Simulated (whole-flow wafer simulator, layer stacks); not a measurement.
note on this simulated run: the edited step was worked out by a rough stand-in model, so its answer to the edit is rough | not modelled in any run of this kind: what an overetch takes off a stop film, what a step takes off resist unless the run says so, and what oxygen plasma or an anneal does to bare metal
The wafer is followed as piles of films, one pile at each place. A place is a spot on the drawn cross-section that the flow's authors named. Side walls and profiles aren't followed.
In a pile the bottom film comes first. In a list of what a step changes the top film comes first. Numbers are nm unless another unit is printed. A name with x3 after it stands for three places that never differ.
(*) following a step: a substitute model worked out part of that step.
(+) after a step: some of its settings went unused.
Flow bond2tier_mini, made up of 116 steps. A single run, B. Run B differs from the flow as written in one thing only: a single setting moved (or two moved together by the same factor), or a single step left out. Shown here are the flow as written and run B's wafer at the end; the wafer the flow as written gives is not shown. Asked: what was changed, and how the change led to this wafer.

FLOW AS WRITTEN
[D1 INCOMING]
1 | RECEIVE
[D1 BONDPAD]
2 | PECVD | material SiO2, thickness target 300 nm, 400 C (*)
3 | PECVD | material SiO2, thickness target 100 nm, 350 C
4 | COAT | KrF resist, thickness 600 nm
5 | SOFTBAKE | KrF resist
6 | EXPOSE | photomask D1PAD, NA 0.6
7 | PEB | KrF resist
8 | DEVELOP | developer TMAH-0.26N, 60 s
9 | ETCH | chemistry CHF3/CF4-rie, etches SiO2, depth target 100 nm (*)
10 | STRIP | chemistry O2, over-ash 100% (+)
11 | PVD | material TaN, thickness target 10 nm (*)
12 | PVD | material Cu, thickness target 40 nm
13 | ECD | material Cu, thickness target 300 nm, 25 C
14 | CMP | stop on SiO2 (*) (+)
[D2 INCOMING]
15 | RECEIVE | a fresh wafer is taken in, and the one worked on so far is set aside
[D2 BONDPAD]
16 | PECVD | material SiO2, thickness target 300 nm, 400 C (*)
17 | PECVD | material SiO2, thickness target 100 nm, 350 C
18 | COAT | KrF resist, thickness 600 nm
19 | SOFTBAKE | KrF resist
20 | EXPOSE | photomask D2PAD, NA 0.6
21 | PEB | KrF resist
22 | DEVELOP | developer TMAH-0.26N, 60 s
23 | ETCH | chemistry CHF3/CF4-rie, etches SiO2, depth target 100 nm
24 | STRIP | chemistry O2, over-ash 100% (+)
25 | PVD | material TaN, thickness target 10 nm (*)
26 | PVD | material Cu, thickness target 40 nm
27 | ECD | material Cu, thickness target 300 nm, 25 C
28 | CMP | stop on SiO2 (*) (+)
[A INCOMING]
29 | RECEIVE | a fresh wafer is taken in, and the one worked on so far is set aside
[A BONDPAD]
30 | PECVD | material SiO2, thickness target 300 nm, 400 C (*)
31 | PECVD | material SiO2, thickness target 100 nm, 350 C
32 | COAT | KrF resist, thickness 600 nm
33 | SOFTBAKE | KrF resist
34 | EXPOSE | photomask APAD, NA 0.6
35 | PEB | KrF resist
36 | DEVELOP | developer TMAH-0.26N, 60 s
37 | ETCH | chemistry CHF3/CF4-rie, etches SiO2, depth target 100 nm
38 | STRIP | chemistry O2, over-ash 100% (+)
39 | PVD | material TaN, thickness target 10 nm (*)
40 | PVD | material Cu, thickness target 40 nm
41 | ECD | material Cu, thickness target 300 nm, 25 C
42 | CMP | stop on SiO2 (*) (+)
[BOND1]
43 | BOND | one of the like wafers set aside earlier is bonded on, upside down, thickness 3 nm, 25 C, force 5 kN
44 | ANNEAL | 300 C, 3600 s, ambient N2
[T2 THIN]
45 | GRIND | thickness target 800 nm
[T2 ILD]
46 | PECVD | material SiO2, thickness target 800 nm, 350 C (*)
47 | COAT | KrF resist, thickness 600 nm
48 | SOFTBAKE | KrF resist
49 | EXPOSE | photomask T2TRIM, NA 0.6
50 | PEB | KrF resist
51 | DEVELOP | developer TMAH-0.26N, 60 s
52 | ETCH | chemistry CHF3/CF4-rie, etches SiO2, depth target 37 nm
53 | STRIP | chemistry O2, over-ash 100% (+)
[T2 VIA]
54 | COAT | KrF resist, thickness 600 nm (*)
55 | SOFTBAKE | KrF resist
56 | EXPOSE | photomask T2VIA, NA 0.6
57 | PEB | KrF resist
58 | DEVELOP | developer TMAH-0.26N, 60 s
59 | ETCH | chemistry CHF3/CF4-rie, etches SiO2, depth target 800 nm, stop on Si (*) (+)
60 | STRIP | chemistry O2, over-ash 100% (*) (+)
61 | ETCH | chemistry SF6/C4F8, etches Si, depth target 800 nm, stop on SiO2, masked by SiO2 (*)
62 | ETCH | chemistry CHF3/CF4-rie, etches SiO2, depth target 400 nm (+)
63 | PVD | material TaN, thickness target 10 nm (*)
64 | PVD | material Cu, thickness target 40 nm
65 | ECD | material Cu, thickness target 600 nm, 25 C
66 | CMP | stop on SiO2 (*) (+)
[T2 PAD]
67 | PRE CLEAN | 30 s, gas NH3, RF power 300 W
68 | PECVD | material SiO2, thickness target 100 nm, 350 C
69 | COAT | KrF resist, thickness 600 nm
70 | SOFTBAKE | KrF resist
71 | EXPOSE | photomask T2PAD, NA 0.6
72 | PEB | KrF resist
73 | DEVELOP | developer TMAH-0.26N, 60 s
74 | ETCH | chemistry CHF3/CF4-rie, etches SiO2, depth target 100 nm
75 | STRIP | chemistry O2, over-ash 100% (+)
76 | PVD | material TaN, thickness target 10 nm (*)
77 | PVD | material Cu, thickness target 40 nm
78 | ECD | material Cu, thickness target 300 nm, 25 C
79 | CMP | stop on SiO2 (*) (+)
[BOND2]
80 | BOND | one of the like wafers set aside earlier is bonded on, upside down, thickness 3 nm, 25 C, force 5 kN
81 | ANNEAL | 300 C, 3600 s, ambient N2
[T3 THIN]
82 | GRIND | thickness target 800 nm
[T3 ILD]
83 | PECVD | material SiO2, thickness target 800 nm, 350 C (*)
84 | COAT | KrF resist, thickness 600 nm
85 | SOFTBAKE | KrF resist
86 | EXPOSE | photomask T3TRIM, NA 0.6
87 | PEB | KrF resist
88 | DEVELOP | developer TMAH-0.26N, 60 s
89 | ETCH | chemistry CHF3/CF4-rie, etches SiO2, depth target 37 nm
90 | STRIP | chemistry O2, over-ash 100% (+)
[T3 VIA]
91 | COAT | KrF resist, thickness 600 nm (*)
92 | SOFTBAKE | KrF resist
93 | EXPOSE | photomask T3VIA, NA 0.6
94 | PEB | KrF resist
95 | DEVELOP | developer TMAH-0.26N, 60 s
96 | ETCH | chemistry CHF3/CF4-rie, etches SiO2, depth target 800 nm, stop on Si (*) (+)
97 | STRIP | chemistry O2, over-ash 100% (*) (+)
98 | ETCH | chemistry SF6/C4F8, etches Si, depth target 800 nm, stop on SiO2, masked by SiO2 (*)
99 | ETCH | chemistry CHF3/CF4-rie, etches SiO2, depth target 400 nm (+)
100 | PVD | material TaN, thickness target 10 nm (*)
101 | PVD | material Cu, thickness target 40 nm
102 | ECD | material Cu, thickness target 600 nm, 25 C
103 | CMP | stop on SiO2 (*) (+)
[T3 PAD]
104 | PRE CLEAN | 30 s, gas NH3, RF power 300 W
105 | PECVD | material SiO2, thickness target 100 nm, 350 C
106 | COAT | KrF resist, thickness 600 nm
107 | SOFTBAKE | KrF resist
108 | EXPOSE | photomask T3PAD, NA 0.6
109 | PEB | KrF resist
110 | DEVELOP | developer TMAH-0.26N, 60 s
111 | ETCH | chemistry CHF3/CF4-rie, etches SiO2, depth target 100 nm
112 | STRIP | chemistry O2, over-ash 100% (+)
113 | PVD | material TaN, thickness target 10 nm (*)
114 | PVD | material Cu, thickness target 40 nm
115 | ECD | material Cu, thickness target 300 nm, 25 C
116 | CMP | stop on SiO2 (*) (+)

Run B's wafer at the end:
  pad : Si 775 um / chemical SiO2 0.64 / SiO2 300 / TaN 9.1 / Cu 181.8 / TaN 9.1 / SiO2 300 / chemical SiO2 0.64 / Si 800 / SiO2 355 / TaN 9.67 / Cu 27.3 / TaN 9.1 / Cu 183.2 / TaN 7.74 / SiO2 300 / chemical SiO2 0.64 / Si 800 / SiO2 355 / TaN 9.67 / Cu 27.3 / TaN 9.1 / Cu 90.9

The reason: step 25, PVD: thickness target 8.5 nm was run, whereas the flow has thickness target 10 nm.

The path from the change to this, step by step:
  25 | PVD | material TaN, thickness target 10 nm (*)
      field: +8.5 TaN (new film) (as written it would have been: +10 TaN (new film))
      pad: +7.74 TaN (new film) (as written it would have been: +9.1 TaN (new film))
      (also at 1 further place)
  28 | CMP | stop on SiO2 (*) (+)
      field: -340 Cu (all of it), -8.5 TaN (all of it) (as written it would have been: -340 Cu (all of it), -10 TaN (all of it))
  80 | BOND | one of the like wafers set aside earlier is bonded on, upside down, thickness 3 nm, 25 C, force 5 kN
      pad: +775 um Si (new film), +0.64 chemical SiO2 (new film), +300 SiO2 (new film), +7.74 TaN (new film), +92.3 Cu (as written it would have been: +775 um Si (new film), +0.64 chemical SiO2 (new film), +300 SiO2 (new film), +9.1 TaN (new film), +90.9 Cu)
